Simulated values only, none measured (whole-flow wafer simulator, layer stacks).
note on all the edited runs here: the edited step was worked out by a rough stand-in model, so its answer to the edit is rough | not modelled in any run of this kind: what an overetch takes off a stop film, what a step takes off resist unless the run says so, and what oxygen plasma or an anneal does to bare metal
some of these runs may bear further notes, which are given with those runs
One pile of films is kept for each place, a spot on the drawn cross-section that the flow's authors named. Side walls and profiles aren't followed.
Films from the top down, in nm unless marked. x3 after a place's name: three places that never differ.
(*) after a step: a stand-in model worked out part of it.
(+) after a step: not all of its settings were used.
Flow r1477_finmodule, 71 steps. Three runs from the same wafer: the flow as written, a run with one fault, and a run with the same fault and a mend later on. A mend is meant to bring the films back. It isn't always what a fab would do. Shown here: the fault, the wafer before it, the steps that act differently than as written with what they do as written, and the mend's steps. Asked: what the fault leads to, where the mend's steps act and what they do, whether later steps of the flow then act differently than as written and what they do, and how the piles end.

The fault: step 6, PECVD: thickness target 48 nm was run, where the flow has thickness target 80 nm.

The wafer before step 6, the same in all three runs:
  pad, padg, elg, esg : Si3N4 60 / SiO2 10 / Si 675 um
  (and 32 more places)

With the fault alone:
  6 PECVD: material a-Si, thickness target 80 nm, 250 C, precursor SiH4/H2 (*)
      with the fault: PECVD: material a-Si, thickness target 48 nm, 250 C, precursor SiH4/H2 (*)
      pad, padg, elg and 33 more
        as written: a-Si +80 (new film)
        with the fault: a-Si +48 (new film)
  Later steps of the flow that act differently than as written (1 more step differs only slightly, by at most 2% or 0.5 nm, whichever is larger, and isn't shown):
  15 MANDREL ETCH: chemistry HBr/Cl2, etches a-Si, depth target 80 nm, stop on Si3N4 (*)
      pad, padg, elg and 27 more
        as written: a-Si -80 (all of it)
        with the fault: a-Si -48 (all of it)
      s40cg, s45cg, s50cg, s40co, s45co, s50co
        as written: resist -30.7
        with the fault: resist -27.6
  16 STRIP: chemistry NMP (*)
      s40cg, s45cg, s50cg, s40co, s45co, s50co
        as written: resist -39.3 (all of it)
        with the fault: resist -42.4 (all of it)
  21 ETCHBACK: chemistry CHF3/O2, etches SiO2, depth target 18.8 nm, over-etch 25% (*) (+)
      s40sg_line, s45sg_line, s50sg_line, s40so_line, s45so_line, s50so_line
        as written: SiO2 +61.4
        with the fault: SiO2 +29.4
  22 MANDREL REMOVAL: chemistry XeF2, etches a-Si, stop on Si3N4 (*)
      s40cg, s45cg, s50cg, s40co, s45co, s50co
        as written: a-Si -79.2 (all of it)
        with the fault: a-Si -47.2 (all of it)
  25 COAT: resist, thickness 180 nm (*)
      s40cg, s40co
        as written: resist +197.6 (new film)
        with the fault: resist +189.6 (new film)
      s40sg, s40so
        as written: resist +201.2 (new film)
        with the fault: resist +193.2 (new film)
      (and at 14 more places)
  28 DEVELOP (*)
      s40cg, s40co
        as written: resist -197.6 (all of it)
        with the fault: resist -189.6 (all of it)
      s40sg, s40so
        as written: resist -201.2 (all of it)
        with the fault: resist -193.2 (all of it)
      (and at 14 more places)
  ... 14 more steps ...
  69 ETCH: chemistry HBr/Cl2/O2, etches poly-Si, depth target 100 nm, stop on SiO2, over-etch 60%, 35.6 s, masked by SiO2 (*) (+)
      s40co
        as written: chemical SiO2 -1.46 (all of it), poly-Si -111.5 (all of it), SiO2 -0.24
        with the fault: chemical SiO2 -1.36 (all of it), poly-Si -134.3 (all of it), SiO2 -0.13
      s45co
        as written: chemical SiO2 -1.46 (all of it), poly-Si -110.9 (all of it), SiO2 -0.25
        with the fault: chemical SiO2 -1.36 (all of it), poly-Si -134.3 (all of it), SiO2 -0.13
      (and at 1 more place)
  At the end the piles differ from the flow's by more than 2% or 0.5 nm, whichever is larger, at pad, padg, elg and 27 more.
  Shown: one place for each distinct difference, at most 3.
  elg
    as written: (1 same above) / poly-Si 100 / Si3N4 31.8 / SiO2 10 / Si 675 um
    with the fault: (1 same above) / poly-Si 100 / SiO2 3 / Si 674.99 um
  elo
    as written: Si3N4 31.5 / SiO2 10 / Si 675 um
    with the fault: SiO2 2.58 / Si 674.99 um
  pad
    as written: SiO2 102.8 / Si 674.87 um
    with the fault: SiO2 80.8 / Si 674.87 um

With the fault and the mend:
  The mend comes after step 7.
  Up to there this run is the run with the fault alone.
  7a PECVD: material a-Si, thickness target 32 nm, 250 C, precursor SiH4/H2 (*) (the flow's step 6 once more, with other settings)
      pad, padg, elg and 33 more
        a-Si +32
  No later step of the flow acts differently than as written at any place that is followed.
  At the end the piles are the same as the flow's at every place that both follow.
